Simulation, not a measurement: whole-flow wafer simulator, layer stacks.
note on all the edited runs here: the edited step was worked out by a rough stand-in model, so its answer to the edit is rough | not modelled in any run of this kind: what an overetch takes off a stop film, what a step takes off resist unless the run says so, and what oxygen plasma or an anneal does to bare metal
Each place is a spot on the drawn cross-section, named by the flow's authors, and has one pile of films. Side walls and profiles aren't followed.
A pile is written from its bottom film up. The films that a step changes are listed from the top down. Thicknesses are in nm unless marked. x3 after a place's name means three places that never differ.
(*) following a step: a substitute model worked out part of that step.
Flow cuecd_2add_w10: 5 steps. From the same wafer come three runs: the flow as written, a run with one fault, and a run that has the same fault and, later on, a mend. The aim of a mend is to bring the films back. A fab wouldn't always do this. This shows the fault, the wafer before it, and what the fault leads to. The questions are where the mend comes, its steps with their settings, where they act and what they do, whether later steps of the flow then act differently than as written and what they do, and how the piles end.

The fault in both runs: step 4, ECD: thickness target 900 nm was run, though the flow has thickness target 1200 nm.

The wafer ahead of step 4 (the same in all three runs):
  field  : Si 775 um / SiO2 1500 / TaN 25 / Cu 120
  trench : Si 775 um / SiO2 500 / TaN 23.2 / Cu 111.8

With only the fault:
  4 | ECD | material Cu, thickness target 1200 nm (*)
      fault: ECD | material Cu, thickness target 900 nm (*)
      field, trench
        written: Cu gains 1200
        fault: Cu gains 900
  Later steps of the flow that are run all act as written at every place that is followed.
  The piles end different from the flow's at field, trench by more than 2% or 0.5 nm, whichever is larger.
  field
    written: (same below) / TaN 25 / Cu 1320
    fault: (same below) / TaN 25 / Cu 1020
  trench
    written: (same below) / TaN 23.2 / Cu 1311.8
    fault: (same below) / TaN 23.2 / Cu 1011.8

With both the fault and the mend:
  The mend follows step 5.
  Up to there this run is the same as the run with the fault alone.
  5a | ECD | material Cu, thickness target 300 nm (*) (a further turn of the flow's step 4, with different settings)
      field, trench
        Cu gains 300
  Later steps of the flow that are run all act as written at every place that is followed.
  By the end, the piles equal the flow's at every place that both follow.
